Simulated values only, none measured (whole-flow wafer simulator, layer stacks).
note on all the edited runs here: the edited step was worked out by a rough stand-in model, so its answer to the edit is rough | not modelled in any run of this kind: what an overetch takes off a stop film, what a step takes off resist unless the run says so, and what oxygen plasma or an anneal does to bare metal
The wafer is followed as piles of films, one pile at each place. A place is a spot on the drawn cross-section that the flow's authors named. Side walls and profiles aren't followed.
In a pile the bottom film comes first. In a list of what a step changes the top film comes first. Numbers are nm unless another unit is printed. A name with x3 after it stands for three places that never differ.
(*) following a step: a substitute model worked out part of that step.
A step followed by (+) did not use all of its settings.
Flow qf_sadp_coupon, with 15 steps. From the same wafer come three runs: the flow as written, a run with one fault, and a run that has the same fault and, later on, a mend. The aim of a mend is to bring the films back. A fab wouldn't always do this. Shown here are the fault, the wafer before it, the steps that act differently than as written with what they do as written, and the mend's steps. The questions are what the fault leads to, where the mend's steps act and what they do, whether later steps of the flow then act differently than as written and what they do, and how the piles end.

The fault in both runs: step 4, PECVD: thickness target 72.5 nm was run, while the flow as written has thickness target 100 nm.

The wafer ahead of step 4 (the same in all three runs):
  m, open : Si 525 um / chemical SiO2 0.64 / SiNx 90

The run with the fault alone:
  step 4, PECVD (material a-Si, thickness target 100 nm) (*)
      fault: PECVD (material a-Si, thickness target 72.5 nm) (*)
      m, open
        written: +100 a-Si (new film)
        fault: +72.5 a-Si (new film)
  Steps further on in the flow that do not act as written:
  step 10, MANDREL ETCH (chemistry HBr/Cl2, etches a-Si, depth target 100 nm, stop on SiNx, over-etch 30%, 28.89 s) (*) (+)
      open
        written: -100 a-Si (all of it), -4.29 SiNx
        fault: -72.5 a-Si (all of it), -8.21 SiNx
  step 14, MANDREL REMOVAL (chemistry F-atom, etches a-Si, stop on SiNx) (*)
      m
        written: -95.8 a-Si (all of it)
        fault: -68.3 a-Si (all of it)
  By the end, the piles at open depart from the flow's by more than 2% or 0.5 nm, whichever is larger.
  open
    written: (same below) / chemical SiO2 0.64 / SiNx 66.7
    fault: (same below) / chemical SiO2 0.64 / SiNx 62.7

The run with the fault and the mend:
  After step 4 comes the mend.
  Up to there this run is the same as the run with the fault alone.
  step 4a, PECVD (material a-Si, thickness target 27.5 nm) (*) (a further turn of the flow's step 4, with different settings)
      m, open
        +27.5 a-Si
  Later steps of the flow that are run all act as written at every place that is followed.
  The piles end the same as the flow's at every place that both follow.
